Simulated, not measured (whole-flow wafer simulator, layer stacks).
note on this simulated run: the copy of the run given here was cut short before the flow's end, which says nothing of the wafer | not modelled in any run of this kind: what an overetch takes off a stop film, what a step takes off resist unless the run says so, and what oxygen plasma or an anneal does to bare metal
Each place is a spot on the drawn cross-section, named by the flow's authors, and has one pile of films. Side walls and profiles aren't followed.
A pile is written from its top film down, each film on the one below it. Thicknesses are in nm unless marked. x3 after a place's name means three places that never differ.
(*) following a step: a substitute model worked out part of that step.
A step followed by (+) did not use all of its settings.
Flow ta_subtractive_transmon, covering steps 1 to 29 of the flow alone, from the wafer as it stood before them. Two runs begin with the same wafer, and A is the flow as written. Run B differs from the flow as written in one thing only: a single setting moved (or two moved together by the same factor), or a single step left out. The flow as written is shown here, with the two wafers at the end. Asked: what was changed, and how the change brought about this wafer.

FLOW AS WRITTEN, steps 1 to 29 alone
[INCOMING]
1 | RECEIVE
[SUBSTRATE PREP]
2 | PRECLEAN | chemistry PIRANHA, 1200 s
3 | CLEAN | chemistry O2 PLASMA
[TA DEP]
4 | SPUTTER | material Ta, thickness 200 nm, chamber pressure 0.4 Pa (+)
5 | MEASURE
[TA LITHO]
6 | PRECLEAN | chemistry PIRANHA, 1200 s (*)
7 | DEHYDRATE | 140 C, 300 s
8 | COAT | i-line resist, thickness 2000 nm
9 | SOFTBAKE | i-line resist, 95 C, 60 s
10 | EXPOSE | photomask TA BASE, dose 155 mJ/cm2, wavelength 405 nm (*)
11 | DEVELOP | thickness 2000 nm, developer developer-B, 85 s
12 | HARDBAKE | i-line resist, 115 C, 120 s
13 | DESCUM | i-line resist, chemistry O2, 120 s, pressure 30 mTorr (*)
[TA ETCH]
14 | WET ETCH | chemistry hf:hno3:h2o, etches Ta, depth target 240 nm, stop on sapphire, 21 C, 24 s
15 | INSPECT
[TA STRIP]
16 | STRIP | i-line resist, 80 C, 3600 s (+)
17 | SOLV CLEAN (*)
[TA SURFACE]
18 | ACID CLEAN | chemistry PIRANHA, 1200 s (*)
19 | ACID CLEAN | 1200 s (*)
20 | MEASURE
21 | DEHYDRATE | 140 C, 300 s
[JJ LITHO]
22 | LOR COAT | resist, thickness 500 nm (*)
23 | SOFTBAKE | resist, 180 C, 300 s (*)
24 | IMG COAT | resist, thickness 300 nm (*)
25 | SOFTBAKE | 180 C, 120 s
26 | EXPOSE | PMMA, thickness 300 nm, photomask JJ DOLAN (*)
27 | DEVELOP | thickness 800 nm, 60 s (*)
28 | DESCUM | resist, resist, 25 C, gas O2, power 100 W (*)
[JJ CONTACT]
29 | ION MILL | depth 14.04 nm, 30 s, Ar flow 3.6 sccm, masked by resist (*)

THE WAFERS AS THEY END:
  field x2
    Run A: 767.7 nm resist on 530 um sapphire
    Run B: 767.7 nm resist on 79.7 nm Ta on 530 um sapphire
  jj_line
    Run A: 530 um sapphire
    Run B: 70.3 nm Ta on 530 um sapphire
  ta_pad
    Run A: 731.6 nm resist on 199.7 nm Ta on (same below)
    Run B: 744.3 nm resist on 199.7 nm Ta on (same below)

Cause: step 14, WET ETCH: 12 s was run, whereas the flow has 24 s.

The path from the change to this, step by step:
  14 | WET ETCH | chemistry hf:hno3:h2o, etches Ta, depth target 240 nm, stop on sapphire, 21 C, 24 s
      field x2, jj_line, lead: A -200 Ta (all of it) | B -120 Ta
  22 | LOR COAT | resist, thickness 500 nm (*)
      lead: A +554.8 resist (new film) | B +533.9 resist (new film)
      ta_contact: A +443.8 resist (new film) | B +465 resist (new film)
  24 | IMG COAT | resist, thickness 300 nm (*)
      ta_pad: A +281.3 resist | B +288.6 resist
  27 | DEVELOP | thickness 800 nm, 60 s (*)
      lead: A -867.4 resist (all of it) | B -841.4 resist (all of it)
      ta_contact: A -731.2 resist (all of it) | B -757.6 resist (all of it)
  29 | ION MILL | depth 14.04 nm, 30 s, Ar flow 3.6 sccm, masked by resist (*)
      jj_line, lead: A -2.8 sapphire | B -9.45 Ta
Taking metal films that touch as one body, field x2 has 1 body; the flow as written gives 0 bodies.
Taking metal films that touch as one body, jj_line has 1 body; the flow as written gives 0 bodies.
